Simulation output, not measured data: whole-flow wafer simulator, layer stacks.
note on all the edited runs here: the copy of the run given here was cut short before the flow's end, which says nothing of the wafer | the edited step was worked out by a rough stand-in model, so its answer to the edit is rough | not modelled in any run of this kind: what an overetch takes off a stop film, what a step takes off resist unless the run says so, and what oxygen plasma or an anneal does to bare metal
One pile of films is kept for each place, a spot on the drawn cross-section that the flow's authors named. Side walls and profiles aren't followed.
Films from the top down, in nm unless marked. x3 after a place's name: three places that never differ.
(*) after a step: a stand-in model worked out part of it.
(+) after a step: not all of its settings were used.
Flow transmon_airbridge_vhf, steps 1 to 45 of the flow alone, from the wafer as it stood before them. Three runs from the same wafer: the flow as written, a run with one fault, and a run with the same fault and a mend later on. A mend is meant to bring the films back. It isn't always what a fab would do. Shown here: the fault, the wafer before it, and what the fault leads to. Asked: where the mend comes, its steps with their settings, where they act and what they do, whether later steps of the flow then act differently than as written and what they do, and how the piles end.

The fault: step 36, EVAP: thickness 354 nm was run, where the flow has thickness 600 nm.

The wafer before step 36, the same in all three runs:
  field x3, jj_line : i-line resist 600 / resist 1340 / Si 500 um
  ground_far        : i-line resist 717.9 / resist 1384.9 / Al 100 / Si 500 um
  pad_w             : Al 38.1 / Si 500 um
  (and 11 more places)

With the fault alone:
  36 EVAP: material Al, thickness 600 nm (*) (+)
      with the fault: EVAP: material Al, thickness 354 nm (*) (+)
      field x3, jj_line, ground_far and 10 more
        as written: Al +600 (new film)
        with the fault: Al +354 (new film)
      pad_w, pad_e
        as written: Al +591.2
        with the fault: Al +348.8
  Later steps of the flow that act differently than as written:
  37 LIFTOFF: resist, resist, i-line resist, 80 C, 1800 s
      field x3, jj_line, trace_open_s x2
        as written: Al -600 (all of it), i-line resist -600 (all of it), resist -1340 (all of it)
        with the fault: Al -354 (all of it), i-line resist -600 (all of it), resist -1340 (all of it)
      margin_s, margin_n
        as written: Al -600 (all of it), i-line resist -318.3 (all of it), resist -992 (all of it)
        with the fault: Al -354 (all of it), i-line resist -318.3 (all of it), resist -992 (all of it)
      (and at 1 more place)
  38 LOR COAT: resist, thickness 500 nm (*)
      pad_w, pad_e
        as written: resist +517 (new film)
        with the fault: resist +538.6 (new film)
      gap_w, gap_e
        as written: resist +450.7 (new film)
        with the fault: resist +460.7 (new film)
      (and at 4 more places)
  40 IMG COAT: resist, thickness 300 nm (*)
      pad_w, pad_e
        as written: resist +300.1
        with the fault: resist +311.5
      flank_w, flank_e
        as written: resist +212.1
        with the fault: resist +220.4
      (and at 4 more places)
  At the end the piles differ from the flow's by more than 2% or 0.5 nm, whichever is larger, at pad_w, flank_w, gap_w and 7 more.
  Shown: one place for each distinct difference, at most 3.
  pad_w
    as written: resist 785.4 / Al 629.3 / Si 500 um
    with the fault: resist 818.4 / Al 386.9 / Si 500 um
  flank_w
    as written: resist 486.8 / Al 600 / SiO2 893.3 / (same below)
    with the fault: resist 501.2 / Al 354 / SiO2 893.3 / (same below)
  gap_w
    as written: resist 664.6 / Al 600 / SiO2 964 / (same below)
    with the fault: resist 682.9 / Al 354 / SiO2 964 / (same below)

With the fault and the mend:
  The mend comes after step 36.
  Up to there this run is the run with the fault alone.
  36a EVAP: material Al, thickness 246 nm (*) (+) (the flow's step 36 once more, with other settings)
      field x3, jj_line, ground_far and 10 more
        Al +246
      pad_w, pad_e
        Al +242.4
  No later step of the flow acts differently than as written, at any place that is followed, by more than 2% or 0.5 nm, whichever is larger.
  At the end the piles differ from the flow's only slightly at the places that both follow, by at most 2% or 0.5 nm, whichever is larger.
